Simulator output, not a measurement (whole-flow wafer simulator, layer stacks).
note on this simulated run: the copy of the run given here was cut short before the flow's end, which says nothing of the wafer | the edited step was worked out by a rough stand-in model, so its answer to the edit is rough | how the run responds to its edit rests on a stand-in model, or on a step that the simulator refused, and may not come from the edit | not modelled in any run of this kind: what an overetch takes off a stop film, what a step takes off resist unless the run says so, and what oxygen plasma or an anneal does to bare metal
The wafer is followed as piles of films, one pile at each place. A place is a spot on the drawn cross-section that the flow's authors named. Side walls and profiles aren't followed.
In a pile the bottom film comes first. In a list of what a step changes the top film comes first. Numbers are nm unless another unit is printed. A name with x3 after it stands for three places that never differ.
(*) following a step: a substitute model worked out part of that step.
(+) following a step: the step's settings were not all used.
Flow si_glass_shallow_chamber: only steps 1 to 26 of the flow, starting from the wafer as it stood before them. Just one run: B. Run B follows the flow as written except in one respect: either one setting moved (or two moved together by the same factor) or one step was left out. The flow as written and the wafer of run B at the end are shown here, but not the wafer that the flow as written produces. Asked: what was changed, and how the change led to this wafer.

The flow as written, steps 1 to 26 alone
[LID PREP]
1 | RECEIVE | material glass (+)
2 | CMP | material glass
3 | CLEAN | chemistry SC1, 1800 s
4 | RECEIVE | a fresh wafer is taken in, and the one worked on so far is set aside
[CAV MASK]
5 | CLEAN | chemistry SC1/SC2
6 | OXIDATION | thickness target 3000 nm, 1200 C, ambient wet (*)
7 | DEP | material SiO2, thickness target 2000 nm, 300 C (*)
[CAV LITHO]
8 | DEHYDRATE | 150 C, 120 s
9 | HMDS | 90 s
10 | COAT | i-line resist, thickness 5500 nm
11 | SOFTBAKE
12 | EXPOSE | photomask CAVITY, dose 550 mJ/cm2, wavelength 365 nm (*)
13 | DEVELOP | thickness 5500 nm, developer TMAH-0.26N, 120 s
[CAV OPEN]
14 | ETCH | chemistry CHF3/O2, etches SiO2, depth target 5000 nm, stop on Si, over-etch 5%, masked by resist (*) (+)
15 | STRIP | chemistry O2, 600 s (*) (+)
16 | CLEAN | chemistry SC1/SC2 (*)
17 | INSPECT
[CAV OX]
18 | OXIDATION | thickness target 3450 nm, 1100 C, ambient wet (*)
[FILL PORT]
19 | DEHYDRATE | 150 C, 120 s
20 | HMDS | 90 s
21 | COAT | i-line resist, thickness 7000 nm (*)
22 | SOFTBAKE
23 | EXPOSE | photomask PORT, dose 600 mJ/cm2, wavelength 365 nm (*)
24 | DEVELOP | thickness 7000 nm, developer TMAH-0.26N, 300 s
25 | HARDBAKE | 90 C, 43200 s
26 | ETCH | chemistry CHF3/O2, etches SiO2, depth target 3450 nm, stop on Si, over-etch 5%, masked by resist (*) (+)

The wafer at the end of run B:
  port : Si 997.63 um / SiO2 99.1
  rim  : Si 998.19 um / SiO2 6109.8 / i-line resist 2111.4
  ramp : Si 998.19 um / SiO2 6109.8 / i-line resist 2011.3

What caused this: step 14, ETCH: depth target 3500 nm was run, whereas the flow has depth target 5000 nm.

Step by step, how the change led to this:
  14 | ETCH | chemistry CHF3/O2, etches SiO2, depth target 5000 nm, stop on Si, over-etch 5%, masked by resist (*) (+)
      cav, port: SiO2 loses 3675 (as written it would have been: SiO2 loses 5000 (all of it), Si loses 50)
      rim, ramp, septum, ring: i-line resist loses 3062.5 (as written it would have been: i-line resist loses 4375)
  15 | STRIP | chemistry O2, 600 s (*) (+)
      cav, port: nothing (as written it would have been: chemical SiO2 gains 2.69 (new film), Si loses 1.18)
      rim, ramp, septum, ring: i-line resist loses 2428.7 (all of it) (as written it would have been: i-line resist loses 1116.2 (all of it))
  18 | OXIDATION | thickness target 3450 nm, 1100 C, ambient wet (*)
      cav, port: SiO2 gains 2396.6, Si loses 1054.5 (as written it would have been: SiO2 gains 3450 (new film), chemical SiO2 loses 2.69 (all of it), Si loses 1516.8)
  21 | COAT | i-line resist, thickness 7000 nm (*)
      rim: i-line resist gains 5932 (new film) (as written it would have been: i-line resist gains 5660.1 (new film))
      ramp: i-line resist gains 5466 (new film) (as written it would have been: i-line resist gains 5087.8 (new film))
  22 | SOFTBAKE
      rim: i-line resist loses 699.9 (as written it would have been: i-line resist loses 849)
      ramp: i-line resist loses 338 (as written it would have been: i-line resist loses 434.5)
      (and at 4 other places as well)
  25 | HARDBAKE | 90 C, 43200 s
      rim: i-line resist loses 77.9 (as written it would have been: i-line resist loses 62.5)
      ramp: i-line resist loses 73.9 (as written it would have been: i-line resist loses 57.1)
      (and at 1 other place as well)
  26 | ETCH | chemistry CHF3/O2, etches SiO2, depth target 3450 nm, stop on Si, over-etch 5%, masked by resist (*) (+)
      port: SiO2 loses 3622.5 (as written it would have been: SiO2 loses 3450 (all of it), Si loses 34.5)
